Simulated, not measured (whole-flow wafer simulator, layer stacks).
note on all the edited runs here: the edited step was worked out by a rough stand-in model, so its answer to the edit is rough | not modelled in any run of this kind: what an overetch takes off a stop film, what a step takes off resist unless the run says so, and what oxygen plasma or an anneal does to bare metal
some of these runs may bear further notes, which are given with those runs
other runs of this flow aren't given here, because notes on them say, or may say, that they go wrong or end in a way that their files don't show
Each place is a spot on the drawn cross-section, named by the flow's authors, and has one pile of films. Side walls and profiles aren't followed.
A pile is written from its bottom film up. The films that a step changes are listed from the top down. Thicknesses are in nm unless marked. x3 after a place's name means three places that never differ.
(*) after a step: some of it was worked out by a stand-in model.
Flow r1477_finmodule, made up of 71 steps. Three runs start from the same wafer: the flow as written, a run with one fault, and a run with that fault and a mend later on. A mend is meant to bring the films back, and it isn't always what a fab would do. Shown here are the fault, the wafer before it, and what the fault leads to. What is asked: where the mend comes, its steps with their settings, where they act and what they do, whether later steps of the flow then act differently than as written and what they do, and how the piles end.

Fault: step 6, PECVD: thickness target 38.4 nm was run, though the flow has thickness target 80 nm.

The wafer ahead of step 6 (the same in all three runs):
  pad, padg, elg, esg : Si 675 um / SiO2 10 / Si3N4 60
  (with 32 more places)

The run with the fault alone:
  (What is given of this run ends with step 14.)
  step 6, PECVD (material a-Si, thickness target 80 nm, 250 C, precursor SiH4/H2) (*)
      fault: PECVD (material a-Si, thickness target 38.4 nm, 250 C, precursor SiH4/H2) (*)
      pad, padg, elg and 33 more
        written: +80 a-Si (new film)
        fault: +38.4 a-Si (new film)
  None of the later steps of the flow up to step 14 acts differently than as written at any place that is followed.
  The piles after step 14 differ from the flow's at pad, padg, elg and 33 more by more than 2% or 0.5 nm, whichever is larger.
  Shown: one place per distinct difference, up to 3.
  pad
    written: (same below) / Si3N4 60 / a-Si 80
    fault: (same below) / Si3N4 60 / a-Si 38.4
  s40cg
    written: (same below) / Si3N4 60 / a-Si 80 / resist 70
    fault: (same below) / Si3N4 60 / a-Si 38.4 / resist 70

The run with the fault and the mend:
  The mend follows step 7.
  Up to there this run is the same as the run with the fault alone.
  step 7a, ETCH (chemistry tmah, depth target 44.16 nm)
      pad, padg, elg and 33 more
        -38.4 a-Si (all of it)
  step 7b, PECVD (material a-Si, thickness target 80 nm, 250 C, precursor SiH4/H2) (*) (the flow's step 6, run once more)
      pad, padg, elg and 33 more
        +80 a-Si (new film)
  None of the later steps of the flow acts differently than as written at any place that is followed.
  The piles end the same as the flow's at every place that both follow.
